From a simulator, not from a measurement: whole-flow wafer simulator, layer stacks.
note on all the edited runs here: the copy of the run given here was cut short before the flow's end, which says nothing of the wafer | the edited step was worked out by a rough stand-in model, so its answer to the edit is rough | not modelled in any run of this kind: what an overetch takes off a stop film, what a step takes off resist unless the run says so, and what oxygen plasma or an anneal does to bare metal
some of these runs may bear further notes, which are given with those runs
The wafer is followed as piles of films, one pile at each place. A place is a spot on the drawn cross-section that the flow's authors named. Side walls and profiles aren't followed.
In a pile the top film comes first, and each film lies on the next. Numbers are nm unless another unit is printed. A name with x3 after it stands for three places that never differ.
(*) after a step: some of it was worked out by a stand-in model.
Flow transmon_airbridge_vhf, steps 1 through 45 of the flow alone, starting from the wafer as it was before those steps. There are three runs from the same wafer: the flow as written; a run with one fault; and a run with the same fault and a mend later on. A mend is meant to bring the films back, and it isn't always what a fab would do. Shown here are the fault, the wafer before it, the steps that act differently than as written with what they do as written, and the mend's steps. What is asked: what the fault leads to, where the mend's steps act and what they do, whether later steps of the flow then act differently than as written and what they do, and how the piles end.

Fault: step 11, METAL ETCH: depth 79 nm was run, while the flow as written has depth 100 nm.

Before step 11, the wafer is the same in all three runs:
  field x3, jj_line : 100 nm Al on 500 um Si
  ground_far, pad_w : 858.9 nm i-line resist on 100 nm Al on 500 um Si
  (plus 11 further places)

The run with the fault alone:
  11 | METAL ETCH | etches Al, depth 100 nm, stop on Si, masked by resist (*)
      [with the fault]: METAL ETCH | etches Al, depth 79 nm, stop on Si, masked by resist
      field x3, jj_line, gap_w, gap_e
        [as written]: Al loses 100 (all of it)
        [with the fault]: Al loses 79
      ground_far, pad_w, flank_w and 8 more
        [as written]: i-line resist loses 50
        [with the fault]: i-line resist loses 39.5
  Steps further on in the flow that do not act as written (not shown: 20 more steps that differ only slightly, by at most 2% or 0.5 nm, whichever is larger):
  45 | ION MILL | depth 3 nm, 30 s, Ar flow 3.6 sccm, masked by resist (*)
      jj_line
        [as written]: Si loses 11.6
        [with the fault]: Al loses 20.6
  The piles end different from the flow's at field x3, gap_w, gap_e by more than 2% or 0.5 nm, whichever is larger.
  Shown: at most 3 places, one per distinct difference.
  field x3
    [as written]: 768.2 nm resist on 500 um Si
    [with the fault]: 768.2 nm resist on 21 nm Al on 500 um Si
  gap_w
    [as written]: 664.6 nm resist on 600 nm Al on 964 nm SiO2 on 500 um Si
    [with the fault]: 658.7 nm resist on 600 nm Al on 964 nm SiO2 on 21 nm Al on 500 um Si

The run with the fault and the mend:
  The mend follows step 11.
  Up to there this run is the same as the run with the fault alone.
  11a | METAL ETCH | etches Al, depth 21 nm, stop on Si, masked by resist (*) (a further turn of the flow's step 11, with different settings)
      ground_far, pad_w, flank_w and 8 more
        i-line resist loses 10.5
      field x3, jj_line, gap_w, gap_e
        Al loses 21 (all of it)
  Every later step of the flow that is run acts as written at every place that is followed.
  By the end, the piles equal the flow's at every place that both follow.
